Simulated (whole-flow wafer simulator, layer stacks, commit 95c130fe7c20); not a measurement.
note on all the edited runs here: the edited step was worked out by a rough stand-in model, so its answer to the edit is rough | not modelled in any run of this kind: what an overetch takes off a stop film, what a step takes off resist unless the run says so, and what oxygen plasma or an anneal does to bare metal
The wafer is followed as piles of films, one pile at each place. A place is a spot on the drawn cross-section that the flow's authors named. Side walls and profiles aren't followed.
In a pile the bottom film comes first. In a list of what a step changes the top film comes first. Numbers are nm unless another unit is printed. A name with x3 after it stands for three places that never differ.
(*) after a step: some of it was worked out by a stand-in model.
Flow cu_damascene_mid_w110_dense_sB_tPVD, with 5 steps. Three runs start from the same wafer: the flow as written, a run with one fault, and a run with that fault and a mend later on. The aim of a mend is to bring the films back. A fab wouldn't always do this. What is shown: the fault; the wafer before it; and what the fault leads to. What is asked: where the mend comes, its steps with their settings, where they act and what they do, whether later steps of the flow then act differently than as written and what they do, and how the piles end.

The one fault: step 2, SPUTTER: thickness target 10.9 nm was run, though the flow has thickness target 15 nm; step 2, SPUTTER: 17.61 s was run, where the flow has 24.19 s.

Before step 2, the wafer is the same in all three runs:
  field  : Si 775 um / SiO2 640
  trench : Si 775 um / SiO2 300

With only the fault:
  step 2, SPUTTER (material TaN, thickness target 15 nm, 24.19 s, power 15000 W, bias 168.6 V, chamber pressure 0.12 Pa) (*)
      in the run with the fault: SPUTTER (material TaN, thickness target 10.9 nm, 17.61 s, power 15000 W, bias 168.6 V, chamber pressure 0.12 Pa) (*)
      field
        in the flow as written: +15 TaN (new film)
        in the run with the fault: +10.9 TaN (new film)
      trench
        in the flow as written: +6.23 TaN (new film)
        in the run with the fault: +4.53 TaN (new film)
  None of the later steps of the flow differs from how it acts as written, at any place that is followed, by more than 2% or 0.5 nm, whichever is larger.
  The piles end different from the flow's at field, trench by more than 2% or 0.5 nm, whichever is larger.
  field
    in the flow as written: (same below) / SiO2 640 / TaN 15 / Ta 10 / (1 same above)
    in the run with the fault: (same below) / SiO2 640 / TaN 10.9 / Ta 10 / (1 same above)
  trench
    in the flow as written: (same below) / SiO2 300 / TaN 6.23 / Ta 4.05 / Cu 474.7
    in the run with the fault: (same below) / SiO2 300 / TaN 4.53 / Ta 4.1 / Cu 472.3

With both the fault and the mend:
  The mend stands after step 2.
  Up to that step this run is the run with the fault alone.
  step 2a, SPUTTER (material TaN, thickness target 4.1 nm, 6.58 s, power 15000 W, bias 168.6 V, chamber pressure 0.12 Pa) (*) (the flow's step 2 again, with other settings)
      field
        +4.1 TaN
      trench
        +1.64 TaN
  None of the later steps of the flow differs from how it acts as written, at any place that is followed, by more than 2% or 0.5 nm, whichever is larger.
  The piles end only slightly different from the flow's at the places that both follow, by no more than 2% or 0.5 nm, whichever is larger.
